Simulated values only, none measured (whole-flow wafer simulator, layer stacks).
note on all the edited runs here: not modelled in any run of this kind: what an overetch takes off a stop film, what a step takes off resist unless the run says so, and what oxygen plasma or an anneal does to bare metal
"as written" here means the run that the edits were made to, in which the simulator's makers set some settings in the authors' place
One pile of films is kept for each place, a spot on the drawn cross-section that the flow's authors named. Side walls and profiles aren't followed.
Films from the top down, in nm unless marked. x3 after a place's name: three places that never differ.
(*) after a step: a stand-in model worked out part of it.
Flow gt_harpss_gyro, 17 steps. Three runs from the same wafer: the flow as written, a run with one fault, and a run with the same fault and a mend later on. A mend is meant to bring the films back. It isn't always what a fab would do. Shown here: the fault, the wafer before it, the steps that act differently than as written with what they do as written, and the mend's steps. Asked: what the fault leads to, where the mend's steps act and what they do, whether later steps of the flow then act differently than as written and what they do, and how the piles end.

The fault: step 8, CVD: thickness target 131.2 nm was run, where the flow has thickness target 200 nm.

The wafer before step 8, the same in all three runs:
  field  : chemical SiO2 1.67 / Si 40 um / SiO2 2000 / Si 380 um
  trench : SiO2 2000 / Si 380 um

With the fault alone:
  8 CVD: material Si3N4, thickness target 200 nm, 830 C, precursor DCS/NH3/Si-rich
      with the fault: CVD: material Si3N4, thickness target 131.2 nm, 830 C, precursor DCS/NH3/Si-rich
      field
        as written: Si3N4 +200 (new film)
        with the fault: Si3N4 +131.2 (new film)
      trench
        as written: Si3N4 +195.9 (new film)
        with the fault: Si3N4 +128.7 (new film)
  Later steps of the flow that act differently than as written:
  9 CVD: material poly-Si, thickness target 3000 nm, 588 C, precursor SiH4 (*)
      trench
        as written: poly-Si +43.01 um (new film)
        with the fault: poly-Si +43 um (new film)
  At the end the piles differ from the flow's by more than 2% or 0.5 nm, whichever is larger, at field, trench.
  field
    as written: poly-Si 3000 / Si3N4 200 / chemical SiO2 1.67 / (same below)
    with the fault: poly-Si 3000 / Si3N4 131.2 / chemical SiO2 1.67 / (same below)
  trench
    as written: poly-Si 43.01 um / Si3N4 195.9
    with the fault: poly-Si 43 um / Si3N4 128.7

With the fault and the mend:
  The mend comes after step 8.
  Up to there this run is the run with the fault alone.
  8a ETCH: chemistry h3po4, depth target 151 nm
      field
        Si3N4 -131.2 (all of it)
      trench
        Si3N4 -128.7 (all of it)
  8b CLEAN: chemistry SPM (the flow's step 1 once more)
      changes no film at any place that is followed
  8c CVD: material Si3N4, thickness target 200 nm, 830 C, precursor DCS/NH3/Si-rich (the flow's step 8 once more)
      field
        Si3N4 +200 (new film)
      trench
        Si3N4 +195.9 (new film)
  No later step of the flow acts differently than as written at any place that is followed.
  At the end the piles are the same as the flow's at every place that both follow.
